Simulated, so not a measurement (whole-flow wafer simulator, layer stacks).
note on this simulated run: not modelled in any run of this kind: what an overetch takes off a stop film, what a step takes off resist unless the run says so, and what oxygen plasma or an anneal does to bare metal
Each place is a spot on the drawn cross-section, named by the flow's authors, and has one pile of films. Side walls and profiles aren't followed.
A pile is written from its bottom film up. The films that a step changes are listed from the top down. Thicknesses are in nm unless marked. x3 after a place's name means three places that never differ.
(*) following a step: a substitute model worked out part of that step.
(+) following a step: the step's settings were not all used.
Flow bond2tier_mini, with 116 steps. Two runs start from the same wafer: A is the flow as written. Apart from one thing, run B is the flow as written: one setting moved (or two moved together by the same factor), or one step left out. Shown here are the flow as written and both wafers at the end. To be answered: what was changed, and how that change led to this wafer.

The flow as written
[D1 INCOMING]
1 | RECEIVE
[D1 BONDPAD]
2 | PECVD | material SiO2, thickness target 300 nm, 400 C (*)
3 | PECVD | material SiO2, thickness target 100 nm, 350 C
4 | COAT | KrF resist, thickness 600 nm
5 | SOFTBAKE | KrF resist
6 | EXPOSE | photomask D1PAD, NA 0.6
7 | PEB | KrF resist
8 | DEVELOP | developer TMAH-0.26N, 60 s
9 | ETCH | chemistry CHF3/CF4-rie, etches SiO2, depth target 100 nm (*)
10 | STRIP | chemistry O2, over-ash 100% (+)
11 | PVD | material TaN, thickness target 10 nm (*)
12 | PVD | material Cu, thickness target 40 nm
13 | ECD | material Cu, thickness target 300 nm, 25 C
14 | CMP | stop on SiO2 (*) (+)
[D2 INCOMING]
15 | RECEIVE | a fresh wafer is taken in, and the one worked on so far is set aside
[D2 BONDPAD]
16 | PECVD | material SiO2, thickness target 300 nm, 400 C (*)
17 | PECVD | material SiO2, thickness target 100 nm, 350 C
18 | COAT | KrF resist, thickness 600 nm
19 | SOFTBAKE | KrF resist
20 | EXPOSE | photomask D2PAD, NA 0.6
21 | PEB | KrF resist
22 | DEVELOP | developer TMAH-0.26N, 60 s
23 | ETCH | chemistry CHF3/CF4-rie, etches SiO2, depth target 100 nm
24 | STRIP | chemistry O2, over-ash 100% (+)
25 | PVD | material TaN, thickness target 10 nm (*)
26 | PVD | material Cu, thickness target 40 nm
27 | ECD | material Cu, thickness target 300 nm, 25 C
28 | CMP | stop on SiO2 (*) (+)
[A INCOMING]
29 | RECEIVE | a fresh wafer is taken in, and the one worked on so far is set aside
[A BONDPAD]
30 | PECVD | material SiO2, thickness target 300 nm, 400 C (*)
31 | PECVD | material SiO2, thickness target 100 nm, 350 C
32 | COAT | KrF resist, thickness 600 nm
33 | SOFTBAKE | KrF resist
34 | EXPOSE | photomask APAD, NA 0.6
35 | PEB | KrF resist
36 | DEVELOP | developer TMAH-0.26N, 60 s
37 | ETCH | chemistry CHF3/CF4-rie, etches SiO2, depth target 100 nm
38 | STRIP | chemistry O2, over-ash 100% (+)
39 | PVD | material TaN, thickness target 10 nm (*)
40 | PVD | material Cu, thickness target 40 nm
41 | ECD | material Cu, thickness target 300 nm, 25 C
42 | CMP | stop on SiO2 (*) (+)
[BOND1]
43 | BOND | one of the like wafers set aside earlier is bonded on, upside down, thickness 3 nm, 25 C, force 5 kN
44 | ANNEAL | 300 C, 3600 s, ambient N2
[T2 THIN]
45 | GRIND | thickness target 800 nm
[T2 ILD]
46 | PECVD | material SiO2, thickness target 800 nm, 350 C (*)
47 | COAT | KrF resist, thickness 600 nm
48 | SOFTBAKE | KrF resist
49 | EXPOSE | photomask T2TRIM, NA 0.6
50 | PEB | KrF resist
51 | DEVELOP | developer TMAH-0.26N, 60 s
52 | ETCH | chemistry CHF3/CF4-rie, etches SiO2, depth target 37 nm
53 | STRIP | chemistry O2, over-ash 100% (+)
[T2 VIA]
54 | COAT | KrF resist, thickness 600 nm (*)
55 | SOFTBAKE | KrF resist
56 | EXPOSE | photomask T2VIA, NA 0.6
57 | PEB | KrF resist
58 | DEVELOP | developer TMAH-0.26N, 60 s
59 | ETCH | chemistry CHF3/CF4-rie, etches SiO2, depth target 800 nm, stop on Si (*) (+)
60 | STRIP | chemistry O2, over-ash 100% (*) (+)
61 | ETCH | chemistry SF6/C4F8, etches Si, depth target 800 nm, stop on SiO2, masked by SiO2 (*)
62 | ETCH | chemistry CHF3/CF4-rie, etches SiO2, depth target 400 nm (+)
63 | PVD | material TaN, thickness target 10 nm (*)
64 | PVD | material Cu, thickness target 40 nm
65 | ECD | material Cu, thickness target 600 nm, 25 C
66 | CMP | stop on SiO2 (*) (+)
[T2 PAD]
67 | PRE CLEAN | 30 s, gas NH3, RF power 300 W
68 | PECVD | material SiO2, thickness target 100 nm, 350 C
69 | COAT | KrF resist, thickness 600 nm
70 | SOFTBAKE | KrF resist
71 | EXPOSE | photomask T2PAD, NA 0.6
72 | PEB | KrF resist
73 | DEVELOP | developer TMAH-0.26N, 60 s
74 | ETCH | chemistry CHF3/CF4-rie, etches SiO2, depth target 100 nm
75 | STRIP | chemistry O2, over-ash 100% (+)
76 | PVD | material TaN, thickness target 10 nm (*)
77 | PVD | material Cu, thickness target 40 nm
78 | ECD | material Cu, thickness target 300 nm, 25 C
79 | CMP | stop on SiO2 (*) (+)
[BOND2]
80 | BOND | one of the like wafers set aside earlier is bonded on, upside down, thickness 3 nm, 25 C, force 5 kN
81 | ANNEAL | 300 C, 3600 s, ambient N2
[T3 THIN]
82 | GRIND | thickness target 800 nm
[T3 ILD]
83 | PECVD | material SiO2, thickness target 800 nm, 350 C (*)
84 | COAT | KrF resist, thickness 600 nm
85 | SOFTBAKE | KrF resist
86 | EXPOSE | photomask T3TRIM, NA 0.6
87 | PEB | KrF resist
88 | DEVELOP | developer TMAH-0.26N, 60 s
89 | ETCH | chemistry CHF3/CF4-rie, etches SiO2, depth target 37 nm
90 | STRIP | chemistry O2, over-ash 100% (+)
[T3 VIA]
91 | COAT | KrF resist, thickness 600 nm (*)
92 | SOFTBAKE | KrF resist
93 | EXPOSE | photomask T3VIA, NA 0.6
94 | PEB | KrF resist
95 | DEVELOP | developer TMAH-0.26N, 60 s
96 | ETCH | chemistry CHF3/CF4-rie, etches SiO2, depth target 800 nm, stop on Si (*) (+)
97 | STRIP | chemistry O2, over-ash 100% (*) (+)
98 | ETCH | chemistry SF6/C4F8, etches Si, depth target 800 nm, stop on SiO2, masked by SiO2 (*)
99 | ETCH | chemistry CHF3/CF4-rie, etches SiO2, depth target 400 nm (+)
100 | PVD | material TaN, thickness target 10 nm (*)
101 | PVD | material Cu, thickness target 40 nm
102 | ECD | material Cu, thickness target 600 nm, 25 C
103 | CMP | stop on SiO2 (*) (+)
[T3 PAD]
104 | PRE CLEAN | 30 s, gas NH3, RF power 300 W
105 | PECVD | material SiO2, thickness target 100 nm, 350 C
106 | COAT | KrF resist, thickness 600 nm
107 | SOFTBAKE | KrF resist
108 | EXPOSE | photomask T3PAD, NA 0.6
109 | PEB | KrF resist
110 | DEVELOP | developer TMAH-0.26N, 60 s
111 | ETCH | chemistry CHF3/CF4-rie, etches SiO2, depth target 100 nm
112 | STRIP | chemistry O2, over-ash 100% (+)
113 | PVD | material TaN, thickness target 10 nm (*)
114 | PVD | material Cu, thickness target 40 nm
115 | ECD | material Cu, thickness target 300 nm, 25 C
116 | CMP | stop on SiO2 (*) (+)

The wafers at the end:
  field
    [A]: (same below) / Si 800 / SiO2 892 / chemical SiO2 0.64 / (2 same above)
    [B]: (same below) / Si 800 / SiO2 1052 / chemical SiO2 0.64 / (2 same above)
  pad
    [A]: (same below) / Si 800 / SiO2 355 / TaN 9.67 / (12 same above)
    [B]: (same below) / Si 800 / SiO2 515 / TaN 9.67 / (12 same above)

What caused this: step 62, ETCH: depth target 240 nm was run, though the flow has depth target 400 nm.

The path from the change to this, step by step:
  62 | ETCH | chemistry CHF3/CF4-rie, etches SiO2, depth target 400 nm (+)
      field, pad: A -400 SiO2 | B -240 SiO2
